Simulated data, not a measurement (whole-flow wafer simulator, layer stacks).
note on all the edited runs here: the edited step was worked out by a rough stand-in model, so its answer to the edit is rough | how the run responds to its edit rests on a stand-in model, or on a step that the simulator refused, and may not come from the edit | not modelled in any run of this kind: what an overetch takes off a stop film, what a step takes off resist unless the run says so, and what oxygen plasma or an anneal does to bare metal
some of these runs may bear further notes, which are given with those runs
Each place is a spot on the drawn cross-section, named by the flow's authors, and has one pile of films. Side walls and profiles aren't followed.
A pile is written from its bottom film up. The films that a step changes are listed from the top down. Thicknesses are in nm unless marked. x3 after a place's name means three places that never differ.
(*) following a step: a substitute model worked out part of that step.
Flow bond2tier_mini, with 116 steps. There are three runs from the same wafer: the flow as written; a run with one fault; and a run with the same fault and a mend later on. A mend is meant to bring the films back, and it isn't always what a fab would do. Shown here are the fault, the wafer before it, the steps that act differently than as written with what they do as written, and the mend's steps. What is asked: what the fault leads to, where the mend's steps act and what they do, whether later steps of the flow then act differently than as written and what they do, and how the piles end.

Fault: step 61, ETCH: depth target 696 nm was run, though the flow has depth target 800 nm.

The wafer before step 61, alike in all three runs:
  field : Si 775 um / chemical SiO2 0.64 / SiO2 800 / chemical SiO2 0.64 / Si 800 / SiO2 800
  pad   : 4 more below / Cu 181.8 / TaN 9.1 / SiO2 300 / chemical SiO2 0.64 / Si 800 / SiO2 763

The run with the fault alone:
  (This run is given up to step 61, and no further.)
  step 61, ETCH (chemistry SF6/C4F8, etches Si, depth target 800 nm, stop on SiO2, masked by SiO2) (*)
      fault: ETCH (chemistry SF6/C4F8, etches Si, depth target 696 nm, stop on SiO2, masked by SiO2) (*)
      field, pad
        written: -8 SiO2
        fault: -6.96 SiO2
  Once step 61 is done, the piles differ only a little from the flow's at the places that both follow, at most by 2% or 0.5 nm, whichever is larger.

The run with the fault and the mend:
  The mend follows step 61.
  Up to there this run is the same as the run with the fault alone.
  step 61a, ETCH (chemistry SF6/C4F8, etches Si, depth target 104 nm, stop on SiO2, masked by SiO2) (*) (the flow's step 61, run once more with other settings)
      field, pad
        -1.04 SiO2
  None of the later steps of the flow acts differently than as written at any place that is followed.
  By the end, the piles equal the flow's at every place that both follow.
